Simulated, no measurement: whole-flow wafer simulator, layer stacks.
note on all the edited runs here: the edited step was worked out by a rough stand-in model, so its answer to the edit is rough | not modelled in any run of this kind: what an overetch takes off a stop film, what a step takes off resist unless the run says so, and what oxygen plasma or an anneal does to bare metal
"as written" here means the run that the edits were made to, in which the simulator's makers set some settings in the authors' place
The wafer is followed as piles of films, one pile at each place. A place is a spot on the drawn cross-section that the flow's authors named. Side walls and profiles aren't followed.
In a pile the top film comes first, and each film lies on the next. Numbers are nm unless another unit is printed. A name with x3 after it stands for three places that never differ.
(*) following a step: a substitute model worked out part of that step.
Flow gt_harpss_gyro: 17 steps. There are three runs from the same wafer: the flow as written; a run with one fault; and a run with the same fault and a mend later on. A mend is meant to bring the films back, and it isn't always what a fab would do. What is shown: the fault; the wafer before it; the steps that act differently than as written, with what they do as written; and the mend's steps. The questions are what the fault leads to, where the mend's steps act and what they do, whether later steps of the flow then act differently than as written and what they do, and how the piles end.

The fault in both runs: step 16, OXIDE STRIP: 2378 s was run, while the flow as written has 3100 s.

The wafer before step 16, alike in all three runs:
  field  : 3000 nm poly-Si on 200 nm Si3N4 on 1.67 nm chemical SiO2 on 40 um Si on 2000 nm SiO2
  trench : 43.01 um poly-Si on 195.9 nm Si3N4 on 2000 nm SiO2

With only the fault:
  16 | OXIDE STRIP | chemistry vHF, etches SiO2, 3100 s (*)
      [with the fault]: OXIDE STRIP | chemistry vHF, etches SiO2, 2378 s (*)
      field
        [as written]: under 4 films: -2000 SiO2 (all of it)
        [with the fault]: under 4 films: -1845.4 SiO2
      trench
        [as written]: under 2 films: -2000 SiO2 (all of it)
        [with the fault]: under 2 films: -1845.4 SiO2
  Later steps of the flow that are run all act as written at every place that is followed.
  The piles end different from the flow's at field, trench by more than 2% or 0.5 nm, whichever is larger.
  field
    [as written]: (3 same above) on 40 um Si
    [with the fault]: (3 same above) on 40 um Si on 154.6 nm SiO2
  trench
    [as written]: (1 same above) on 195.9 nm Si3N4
    [with the fault]: (1 same above) on 195.9 nm Si3N4 on 154.6 nm SiO2

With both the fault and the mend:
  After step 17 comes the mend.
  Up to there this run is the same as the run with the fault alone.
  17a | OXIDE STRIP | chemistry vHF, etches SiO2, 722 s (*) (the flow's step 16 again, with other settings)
      field
        under 4 films: -154.6 SiO2 (all of it)
      trench
        under 2 films: -154.6 SiO2 (all of it)
  Later steps of the flow that are run all act as written at every place that is followed.
  The piles end the same as the flow's at every place that both follow.
